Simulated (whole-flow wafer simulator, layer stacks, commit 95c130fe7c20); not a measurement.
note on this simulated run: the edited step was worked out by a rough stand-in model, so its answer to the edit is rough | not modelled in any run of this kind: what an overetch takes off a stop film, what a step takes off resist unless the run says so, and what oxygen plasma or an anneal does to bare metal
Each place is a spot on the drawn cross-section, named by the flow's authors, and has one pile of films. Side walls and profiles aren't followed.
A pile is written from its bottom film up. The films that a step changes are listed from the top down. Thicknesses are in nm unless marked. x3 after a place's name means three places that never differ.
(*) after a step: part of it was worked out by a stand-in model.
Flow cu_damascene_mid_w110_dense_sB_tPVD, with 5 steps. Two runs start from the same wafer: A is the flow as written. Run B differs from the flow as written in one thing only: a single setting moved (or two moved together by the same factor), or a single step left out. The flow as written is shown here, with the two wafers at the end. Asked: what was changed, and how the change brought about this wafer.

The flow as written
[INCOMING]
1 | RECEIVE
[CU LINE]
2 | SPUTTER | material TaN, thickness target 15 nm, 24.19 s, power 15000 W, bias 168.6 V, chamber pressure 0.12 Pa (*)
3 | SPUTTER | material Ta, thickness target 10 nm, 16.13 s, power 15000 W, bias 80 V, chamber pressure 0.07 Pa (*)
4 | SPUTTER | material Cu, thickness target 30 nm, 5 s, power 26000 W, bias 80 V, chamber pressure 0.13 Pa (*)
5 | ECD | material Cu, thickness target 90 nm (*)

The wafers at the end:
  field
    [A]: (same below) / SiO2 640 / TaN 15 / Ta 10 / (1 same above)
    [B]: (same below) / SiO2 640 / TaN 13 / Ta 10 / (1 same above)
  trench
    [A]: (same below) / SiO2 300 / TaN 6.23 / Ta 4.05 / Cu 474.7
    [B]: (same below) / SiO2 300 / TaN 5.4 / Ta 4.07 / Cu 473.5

What caused this: step 2, SPUTTER: thickness target 13 nm was run, whereas the flow has thickness target 15 nm; step 2, SPUTTER: 21 s was run, where the flow has 24.19 s.
The wafer lets one read it off: field has TaN 13, and step 2 as written asks for 15 nm.

Step by step, how the change led to this:
  2 | SPUTTER | material TaN, thickness target 15 nm, 24.19 s, power 15000 W, bias 168.6 V, chamber pressure 0.12 Pa (*)
      field: A +15 TaN (new film) | B +13 TaN (new film)
      trench: A +6.23 TaN (new film) | B +5.4 TaN (new film)
